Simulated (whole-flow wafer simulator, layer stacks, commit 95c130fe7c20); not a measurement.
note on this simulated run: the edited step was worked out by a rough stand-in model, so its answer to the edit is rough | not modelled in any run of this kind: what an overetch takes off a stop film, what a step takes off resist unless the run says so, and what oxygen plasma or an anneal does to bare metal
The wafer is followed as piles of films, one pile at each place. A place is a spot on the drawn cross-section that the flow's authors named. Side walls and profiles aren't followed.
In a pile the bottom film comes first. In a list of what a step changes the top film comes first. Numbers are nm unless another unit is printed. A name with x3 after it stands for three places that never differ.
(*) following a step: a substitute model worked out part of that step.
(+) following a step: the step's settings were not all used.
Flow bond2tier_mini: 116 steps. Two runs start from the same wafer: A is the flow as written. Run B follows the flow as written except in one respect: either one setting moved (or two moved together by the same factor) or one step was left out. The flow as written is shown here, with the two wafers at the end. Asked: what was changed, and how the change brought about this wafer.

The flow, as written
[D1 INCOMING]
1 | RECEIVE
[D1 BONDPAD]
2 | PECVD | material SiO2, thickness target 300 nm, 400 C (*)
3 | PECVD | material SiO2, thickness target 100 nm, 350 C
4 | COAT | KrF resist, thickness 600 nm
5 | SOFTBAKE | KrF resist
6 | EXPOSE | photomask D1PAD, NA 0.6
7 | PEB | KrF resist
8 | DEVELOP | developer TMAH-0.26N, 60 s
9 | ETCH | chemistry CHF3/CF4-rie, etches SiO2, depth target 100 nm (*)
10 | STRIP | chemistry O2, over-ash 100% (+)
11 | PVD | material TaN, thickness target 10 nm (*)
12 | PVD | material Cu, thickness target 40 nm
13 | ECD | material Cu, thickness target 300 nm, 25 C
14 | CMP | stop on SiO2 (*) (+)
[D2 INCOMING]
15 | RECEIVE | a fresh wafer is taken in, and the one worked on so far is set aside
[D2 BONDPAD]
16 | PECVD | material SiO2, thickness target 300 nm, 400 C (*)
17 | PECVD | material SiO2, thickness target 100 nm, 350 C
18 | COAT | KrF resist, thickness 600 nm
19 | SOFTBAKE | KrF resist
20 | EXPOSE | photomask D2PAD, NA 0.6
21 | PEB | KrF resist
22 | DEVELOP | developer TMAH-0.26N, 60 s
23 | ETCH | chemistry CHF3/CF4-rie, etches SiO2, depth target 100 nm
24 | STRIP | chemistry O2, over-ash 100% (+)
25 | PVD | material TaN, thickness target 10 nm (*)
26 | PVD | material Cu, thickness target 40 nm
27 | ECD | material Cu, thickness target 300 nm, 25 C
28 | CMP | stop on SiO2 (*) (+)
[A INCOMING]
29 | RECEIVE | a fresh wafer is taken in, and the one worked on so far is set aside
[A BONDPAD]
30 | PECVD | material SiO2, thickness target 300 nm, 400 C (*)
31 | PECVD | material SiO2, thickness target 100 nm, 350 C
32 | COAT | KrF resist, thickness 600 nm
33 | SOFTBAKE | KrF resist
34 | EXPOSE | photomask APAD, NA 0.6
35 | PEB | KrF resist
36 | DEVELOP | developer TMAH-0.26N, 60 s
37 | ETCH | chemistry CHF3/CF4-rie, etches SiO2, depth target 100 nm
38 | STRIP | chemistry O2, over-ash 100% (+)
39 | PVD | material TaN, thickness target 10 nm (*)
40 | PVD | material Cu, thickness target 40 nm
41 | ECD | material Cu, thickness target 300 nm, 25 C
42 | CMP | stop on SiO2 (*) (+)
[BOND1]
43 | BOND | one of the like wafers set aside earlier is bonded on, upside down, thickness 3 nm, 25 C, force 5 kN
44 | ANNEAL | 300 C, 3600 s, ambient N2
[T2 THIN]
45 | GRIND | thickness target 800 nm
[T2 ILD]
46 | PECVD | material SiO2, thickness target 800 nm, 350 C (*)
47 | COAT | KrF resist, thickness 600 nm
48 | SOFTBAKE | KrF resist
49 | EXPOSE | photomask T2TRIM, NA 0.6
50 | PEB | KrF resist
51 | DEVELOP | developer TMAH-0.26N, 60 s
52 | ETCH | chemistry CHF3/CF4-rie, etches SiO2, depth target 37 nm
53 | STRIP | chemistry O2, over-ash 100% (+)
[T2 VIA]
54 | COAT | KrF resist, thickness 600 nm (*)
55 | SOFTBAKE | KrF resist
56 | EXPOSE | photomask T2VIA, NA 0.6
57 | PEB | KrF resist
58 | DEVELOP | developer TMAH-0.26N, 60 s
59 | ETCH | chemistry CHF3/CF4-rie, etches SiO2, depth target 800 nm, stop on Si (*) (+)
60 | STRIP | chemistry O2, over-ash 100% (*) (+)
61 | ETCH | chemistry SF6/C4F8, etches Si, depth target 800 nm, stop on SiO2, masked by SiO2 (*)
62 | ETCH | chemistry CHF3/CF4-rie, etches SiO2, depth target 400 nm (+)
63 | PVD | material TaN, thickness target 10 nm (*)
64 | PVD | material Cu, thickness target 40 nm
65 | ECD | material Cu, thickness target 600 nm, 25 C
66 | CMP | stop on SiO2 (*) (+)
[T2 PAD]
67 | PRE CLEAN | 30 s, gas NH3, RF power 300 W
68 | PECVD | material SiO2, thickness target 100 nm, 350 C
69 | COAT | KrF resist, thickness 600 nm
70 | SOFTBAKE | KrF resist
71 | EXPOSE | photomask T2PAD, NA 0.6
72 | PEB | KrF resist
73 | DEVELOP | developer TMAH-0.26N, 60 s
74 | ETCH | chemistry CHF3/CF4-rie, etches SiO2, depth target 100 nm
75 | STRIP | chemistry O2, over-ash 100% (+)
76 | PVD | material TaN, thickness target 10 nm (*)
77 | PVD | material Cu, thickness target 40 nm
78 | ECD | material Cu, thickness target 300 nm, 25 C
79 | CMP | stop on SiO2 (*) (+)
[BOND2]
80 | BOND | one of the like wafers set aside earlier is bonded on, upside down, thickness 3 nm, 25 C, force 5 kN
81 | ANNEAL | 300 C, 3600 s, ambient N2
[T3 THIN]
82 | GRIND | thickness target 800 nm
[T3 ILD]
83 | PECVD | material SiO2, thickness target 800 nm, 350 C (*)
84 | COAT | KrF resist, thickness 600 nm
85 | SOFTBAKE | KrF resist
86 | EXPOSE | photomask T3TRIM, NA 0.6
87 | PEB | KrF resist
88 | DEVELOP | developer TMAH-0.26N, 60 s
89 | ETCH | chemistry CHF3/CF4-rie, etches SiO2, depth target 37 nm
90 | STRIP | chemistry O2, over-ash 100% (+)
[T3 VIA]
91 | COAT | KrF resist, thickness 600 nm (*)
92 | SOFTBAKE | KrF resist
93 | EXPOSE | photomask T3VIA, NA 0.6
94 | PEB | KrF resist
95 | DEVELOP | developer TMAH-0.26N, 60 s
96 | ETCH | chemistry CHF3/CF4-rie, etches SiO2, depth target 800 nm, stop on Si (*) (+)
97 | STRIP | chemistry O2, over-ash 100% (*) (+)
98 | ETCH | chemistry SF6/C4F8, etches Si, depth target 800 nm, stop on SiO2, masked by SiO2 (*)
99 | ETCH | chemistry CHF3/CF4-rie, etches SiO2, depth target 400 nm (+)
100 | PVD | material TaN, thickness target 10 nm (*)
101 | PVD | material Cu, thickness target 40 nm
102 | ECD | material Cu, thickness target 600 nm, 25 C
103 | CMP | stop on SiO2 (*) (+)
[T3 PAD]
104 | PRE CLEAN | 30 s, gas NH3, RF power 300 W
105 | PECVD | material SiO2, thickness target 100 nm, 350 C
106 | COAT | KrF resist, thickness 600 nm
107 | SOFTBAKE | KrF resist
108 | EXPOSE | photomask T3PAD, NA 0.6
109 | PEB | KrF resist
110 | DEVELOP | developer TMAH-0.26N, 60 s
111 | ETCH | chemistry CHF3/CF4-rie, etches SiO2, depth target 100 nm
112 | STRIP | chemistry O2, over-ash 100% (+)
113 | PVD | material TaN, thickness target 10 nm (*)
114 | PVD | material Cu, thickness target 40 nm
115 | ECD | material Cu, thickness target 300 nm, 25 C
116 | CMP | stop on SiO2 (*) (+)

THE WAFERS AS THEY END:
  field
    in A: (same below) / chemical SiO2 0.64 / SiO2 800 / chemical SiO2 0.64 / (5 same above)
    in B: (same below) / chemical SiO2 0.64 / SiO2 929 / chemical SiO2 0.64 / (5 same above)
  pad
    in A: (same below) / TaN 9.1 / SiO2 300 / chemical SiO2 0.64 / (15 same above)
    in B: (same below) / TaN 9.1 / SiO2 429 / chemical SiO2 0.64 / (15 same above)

Cause: step 2, PECVD: thickness target 429 nm was run, though the flow has thickness target 300 nm.
The wafer lets one read it off: pad has SiO2 429, and step 2 as written asks for 300 nm.

Step by step, how the change led to this:
  2 | PECVD | material SiO2, thickness target 300 nm, 400 C (*)
      field, pad, via: A SiO2 gains 300 (new film) | B SiO2 gains 429 (new film)
  43 | BOND | one of the like wafers set aside earlier is bonded on, upside down, thickness 3 nm, 25 C, force 5 kN
      field: A Si gains 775 um (new film), chemical SiO2 gains 0.64 (new film), SiO2 gains 400 | B Si gains 775 um (new film), chemical SiO2 gains 0.64 (new film), SiO2 gains 529
      pad: A Si gains 775 um (new film), chemical SiO2 gains 0.64 (new film), SiO2 gains 300 (new film), TaN gains 9.1 (new film), Cu gains 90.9 | B Si gains 775 um (new film), chemical SiO2 gains 0.64 (new film), SiO2 gains 429 (new film), TaN gains 9.1 (new film), Cu gains 90.9
      (as well as at 1 more place)
